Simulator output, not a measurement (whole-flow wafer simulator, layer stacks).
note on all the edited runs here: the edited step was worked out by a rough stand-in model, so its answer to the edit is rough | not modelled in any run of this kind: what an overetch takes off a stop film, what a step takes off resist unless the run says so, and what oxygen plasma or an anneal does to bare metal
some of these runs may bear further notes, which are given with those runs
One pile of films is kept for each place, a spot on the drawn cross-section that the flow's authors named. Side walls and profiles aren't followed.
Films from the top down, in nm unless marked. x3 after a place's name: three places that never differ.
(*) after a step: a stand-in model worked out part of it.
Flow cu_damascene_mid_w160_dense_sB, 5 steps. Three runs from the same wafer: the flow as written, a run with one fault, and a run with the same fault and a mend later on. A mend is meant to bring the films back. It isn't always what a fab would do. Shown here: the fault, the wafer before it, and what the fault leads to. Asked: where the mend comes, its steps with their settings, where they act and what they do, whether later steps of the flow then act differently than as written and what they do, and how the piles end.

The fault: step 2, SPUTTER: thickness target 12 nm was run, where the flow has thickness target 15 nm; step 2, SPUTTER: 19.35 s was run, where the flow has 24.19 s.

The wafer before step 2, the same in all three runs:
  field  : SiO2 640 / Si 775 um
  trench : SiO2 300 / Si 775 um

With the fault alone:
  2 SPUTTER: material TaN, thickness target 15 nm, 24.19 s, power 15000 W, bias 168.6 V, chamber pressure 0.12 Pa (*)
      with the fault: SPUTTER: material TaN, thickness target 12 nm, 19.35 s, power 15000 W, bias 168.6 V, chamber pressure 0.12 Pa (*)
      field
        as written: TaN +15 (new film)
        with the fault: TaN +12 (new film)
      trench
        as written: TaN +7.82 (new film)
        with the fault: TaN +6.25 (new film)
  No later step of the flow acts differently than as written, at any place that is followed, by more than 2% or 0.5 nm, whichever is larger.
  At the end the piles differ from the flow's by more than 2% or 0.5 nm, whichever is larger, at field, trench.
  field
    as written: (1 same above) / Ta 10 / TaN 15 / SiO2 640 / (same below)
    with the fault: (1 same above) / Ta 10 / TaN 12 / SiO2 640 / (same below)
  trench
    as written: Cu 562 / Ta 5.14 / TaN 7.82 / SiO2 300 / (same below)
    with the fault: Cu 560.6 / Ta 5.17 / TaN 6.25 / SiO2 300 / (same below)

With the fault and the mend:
  The mend comes after step 2.
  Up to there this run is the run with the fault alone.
  2a SPUTTER: material TaN, thickness target 3 nm, 4.838 s, power 15000 W, bias 168.6 V, chamber pressure 0.12 Pa (*) (the flow's step 2 once more, with other settings)
      field
        TaN +3
      trench
        TaN +1.52
  No later step of the flow acts differently than as written, at any place that is followed, by more than 2% or 0.5 nm, whichever is larger.
  At the end the piles differ from the flow's only slightly at the places that both follow, by at most 2% or 0.5 nm, whichever is larger.
